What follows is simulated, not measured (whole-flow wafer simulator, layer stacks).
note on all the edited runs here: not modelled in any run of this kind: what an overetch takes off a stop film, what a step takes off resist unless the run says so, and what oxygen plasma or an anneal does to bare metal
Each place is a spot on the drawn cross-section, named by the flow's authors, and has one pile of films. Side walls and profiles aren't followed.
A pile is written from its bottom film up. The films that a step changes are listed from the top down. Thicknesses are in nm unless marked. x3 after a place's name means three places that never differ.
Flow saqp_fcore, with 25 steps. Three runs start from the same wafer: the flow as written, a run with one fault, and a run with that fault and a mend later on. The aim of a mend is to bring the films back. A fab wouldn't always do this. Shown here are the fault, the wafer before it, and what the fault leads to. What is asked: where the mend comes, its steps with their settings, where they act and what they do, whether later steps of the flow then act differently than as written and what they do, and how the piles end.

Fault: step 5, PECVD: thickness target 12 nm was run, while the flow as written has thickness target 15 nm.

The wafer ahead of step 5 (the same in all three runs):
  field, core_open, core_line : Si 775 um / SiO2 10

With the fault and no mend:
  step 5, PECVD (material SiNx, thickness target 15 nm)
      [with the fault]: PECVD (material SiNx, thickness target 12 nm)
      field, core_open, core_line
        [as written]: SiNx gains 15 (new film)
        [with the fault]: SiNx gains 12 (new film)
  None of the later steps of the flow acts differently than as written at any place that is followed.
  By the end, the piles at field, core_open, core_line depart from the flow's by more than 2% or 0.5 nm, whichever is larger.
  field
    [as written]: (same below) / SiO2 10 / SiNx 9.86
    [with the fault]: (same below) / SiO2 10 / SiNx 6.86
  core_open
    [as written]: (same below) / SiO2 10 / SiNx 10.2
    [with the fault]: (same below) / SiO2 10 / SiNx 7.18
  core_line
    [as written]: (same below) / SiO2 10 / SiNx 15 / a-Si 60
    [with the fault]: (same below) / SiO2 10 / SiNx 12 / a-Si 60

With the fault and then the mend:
  The mend stands after step 5.
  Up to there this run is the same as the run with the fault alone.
  step 5a, PECVD (material SiNx, thickness target 3 nm) (a further turn of the flow's step 5, with different settings)
      field, core_open, core_line
        SiNx gains 3
  None of the later steps of the flow acts differently than as written at any place that is followed.
  By the end, the piles equal the flow's at every place that both follow.
